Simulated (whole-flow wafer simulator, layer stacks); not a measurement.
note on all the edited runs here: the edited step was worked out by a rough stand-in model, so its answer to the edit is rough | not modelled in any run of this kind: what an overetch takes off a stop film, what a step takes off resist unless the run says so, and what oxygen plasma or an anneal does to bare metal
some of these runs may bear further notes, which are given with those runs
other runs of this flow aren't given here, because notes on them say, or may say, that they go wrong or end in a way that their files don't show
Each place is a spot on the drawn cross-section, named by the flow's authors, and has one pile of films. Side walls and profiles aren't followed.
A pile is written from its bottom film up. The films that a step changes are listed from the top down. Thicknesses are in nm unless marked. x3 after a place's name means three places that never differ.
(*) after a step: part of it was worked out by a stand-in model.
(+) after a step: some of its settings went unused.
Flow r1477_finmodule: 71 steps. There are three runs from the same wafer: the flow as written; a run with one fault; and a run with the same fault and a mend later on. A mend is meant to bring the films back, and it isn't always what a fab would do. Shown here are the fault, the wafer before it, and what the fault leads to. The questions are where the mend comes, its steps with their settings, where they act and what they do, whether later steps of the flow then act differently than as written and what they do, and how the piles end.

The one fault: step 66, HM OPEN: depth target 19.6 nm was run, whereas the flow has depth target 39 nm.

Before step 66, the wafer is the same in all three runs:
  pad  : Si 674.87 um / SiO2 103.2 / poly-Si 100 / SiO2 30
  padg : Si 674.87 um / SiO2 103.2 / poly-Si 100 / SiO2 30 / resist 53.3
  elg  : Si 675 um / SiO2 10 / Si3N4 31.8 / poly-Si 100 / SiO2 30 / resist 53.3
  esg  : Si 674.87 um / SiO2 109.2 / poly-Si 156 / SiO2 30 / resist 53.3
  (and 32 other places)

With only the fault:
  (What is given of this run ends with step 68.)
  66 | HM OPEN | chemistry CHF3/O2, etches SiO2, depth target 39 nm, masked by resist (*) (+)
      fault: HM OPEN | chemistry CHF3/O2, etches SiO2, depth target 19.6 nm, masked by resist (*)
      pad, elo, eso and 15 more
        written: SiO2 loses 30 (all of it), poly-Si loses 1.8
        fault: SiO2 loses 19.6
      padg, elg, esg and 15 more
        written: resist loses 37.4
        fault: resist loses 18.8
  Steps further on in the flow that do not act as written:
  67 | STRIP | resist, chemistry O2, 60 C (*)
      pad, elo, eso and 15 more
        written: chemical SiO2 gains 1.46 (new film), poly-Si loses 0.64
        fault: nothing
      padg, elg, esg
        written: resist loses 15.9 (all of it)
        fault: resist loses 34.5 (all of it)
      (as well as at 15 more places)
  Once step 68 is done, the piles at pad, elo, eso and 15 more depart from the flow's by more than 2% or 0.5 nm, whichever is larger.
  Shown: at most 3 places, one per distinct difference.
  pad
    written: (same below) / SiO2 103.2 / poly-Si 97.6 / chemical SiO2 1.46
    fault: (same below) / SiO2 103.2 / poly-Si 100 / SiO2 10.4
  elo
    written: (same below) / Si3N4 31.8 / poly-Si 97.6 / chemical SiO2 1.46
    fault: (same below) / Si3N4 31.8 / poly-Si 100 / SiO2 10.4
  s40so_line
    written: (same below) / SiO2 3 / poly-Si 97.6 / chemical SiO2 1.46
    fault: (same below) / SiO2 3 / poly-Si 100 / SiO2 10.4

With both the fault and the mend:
  After step 67 comes the mend.
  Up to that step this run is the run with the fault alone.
  67a | DEHYDRATE | 150 C, 120 s (the flow's step 59 again)
      alters no film at any place that is followed
  67b | COAT | resist, thickness 70 nm (*) (the flow's step 60 again)
      e40lg, e100lg, e200lg, elo, e40lo, e100lo, e200lo
        resist gains 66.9 (new film)
      s40sg, s45sg, s40so, s45so
        resist gains 91 (new film)
      s40sg_line, s45sg_line, s40so_line, s45so_line
        resist gains 68.5 (new film)
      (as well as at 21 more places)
  67c | SOFTBAKE | 180 C, 180 s (*) (the flow's step 61 again)
      alters no film at any place that is followed
  67d | EXPOSE | resist, photomask GATE (the flow's step 62 again)
      alters no film at any place that is followed
  67e | DEVELOP (*) (the flow's step 63 again)
      elo, e40lo, e100lo, e200lo
        resist loses 66.9 (all of it)
      eso, e40so
        resist loses 129.5 (all of it)
      s40so, s45so
        resist loses 91 (all of it)
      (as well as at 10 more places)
  67f | DESCUM | chemistry O2, 20 C, 10 s (*) (the flow's step 65 again)
      padg, elg, esg and 15 more
        resist loses 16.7
  67g | HM OPEN | chemistry CHF3/O2, etches SiO2, depth target 19.4 nm, masked by resist (*) (+) (the flow's step 66 again, with other settings)
      pad, elo, eso and 15 more
        SiO2 loses 10.4 (all of it), poly-Si loses 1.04
      elg, esg, e40lg and 10 more
        resist loses 15
      padg, e200lg, s40sg, s40sg_line, s45sg
        resist loses 14.9
  67h | STRIP | resist, chemistry O2, 60 C (*) (the flow's step 67 again)
      pad, elo, eso and 15 more
        chemical SiO2 gains 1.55 (new film), poly-Si loses 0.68
      e40lg, e100lg, e200lg
        resist loses 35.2 (all of it)
      elg, esg
        resist loses 38.3 (all of it)
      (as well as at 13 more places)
  Every later step of the flow that is run acts as written, at every place that is followed, to within 2% or 0.5 nm, whichever is larger.
  The piles end only slightly different from the flow's at the places that both follow, by no more than 2% or 0.5 nm, whichever is larger.
